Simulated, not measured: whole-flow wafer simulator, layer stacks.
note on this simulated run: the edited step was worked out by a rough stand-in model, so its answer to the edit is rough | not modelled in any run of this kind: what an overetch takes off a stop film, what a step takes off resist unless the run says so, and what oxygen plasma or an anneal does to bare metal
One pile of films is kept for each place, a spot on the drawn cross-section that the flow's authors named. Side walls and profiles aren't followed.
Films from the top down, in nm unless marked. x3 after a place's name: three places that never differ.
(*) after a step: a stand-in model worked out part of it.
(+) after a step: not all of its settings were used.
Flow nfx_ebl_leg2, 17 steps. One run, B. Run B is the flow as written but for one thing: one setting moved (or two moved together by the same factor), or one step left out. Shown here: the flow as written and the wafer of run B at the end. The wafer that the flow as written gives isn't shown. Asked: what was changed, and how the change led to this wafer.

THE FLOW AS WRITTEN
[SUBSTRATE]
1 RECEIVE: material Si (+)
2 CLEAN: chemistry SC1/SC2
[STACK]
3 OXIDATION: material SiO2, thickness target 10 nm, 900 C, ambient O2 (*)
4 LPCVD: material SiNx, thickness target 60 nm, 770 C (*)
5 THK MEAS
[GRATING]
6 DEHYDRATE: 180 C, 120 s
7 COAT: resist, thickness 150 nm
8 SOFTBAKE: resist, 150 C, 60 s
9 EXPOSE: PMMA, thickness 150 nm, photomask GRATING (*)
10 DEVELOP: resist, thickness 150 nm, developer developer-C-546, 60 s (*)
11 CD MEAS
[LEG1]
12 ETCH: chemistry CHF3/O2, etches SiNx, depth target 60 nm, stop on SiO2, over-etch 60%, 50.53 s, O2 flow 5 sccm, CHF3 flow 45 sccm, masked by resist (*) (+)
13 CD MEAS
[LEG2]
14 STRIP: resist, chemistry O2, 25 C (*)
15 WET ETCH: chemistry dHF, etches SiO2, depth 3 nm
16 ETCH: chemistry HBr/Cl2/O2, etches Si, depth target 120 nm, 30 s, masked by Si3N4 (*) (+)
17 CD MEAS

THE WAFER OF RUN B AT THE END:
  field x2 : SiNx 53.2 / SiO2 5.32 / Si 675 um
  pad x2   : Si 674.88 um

The cause: step 3, OXIDATION: 832 C was run, where the flow has 900 C.

How the change led to this, step by step:
  3 OXIDATION: material SiO2, thickness target 10 nm, 900 C, ambient O2 (*)
      field x2, pad x2: SiO2 +5.32 (new film), chemical SiO2 -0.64 (all of it), Si -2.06 (as written it would be: SiO2 +10 (new film), chemical SiO2 -0.64 (all of it), Si -4.12)
  12 ETCH: chemistry CHF3/O2, etches SiNx, depth target 60 nm, stop on SiO2, over-etch 60%, 50.53 s, O2 flow 5 sccm, CHF3 flow 45 sccm, masked by resist (*) (+)
      pad x2: SiNx -60 (all of it), SiO2 -5.32 (all of it) (as written it would be: SiNx -60 (all of it), SiO2 -10 (all of it))
